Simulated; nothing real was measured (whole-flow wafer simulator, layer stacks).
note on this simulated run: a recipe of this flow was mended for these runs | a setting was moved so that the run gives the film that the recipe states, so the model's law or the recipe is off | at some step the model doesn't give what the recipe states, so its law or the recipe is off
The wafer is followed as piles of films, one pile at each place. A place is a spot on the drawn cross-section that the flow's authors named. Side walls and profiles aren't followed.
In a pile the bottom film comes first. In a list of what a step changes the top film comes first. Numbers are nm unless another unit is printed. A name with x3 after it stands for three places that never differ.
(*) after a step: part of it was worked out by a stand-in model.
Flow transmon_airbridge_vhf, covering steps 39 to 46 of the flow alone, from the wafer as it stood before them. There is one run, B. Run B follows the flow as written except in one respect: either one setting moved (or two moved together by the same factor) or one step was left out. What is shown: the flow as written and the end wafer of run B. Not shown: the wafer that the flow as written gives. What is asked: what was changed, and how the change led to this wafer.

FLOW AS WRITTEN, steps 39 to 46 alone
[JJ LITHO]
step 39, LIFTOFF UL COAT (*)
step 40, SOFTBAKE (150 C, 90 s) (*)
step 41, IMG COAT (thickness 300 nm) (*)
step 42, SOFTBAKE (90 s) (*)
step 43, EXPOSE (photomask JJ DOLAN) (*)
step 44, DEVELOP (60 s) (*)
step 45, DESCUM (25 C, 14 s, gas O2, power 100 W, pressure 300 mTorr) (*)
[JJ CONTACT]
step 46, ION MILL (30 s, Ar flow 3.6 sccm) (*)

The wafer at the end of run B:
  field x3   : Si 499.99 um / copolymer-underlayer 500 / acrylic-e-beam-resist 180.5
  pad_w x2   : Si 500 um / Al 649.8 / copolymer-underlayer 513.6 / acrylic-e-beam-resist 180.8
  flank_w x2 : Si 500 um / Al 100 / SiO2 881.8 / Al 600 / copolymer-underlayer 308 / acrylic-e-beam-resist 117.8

What caused this: step 41, IMG COAT: thickness 212 nm was run, though the flow has thickness 300 nm.

Step by step, how the change led to this:
  step 41, IMG COAT (thickness 300 nm) (*)
      field x3, jj_line, ground_far x3: +212 acrylic-e-beam-resist (new film) (in the flow as written it would be: +300 acrylic-e-beam-resist (new film))
      pad_w x2: +212.3 acrylic-e-beam-resist (new film) (in the flow as written it would be: +300.2 acrylic-e-beam-resist (new film))
      (and at 8 other places as well)
  step 44, DEVELOP (60 s) (*)
      jj_line: -212 acrylic-e-beam-resist (all of it), -500 copolymer-underlayer (all of it) (in the flow as written it would be: -300 acrylic-e-beam-resist (all of it), -500 copolymer-underlayer (all of it))
